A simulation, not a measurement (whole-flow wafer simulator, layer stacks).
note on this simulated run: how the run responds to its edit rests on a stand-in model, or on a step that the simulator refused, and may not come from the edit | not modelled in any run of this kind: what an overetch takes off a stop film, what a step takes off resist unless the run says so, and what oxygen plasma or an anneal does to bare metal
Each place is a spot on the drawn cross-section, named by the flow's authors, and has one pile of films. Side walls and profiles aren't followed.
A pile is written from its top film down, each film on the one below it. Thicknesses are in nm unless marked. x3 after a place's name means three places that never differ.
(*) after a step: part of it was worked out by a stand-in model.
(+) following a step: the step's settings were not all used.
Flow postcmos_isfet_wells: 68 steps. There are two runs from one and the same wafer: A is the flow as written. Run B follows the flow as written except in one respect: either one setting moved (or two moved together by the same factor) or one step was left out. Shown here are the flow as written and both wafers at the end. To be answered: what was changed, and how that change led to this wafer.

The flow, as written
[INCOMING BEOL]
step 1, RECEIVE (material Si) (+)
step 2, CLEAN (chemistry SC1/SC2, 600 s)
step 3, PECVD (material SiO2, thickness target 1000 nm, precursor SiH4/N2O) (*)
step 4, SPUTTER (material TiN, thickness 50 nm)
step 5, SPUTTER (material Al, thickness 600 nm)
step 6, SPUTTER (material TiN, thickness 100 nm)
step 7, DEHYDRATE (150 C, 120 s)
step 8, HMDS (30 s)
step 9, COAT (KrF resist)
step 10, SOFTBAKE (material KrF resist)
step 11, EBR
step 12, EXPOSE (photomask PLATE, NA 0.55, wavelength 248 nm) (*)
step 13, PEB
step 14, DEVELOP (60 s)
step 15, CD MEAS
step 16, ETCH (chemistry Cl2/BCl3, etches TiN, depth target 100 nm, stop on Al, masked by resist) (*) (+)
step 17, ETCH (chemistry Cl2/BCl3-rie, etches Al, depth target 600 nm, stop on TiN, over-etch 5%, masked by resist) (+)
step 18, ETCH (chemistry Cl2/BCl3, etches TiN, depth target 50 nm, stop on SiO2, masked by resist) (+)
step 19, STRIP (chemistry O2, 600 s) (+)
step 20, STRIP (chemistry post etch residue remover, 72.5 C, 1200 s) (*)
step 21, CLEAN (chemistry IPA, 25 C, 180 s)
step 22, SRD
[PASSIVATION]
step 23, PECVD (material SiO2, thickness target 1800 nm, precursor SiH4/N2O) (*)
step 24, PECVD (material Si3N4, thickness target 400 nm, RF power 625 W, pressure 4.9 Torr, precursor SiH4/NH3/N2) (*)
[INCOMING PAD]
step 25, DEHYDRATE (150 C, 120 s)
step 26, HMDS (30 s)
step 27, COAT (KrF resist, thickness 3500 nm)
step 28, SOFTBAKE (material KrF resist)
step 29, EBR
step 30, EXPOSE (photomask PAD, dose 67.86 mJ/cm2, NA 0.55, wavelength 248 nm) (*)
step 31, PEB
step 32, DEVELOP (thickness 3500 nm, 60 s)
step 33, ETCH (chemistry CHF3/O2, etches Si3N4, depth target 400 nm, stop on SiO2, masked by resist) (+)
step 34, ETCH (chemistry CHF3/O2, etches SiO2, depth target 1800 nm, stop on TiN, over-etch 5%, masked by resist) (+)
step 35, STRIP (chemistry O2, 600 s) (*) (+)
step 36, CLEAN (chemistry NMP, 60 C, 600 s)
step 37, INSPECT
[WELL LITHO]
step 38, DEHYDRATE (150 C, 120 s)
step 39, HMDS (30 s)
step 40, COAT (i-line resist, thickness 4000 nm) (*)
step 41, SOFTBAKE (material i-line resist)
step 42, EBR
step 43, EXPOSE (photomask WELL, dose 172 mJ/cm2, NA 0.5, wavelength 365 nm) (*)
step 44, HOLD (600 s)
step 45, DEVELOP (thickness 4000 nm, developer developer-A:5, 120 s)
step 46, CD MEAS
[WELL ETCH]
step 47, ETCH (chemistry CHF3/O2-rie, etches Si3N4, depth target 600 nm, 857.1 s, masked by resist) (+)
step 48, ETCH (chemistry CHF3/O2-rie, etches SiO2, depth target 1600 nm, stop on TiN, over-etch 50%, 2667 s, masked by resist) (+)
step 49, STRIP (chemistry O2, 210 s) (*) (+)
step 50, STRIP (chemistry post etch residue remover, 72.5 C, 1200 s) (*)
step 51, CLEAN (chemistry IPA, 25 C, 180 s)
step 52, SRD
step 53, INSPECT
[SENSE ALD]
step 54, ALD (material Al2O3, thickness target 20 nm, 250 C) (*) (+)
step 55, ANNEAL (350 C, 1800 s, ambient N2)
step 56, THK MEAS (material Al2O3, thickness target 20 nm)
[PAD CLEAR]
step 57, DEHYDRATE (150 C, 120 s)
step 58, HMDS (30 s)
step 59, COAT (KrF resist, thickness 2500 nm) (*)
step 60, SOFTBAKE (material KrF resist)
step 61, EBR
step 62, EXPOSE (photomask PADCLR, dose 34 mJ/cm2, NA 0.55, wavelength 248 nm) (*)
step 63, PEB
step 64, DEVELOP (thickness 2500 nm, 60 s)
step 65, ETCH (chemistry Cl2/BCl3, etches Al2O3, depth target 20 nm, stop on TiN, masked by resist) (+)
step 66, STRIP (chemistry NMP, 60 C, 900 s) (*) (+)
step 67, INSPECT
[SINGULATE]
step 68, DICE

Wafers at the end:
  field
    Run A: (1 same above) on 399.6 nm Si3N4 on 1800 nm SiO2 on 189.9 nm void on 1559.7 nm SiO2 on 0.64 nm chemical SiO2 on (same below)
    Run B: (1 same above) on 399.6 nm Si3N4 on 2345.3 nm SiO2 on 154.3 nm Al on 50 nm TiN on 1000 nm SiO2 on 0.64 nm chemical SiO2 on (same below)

What caused this: step 17, ETCH: depth target 390 nm was run, while the flow as written has depth target 600 nm.

Step by step, how the change led to this:
  step 17, ETCH (chemistry Cl2/BCl3-rie, etches Al, depth target 600 nm, stop on TiN, over-etch 5%, masked by resist) (+)
      field: A Al loses 600 (all of it) | B Al loses 390
      margin, well900, well1300 x3, pad_rim, pad_clr, pad_open: A KrF resist loses 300 | B KrF resist loses 195
  step 18, ETCH (chemistry Cl2/BCl3, etches TiN, depth target 50 nm, stop on SiO2, masked by resist) (+)
      field: A TiN loses 50 (all of it) | B Al loses 50
  step 19, STRIP (chemistry O2, 600 s) (+)
      margin, well900, well1300 x3, pad_rim, pad_clr, pad_open: A KrF resist loses 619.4 (all of it) | B KrF resist loses 724.4 (all of it)
  step 20, STRIP (chemistry post etch residue remover, 72.5 C, 1200 s) (*)
      field: A nothing | B Al loses 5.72
  step 23, PECVD (material SiO2, thickness target 1800 nm, precursor SiH4/N2O) (*)
      field: A SiO2 gains 1800 (new film), void gains 189.9 (new film), SiO2 gains 559.7 | B SiO2 gains 2345.3 (new film)
If metal films that touch count as one body, field has 1 body; the flow as written gives 0 bodies.
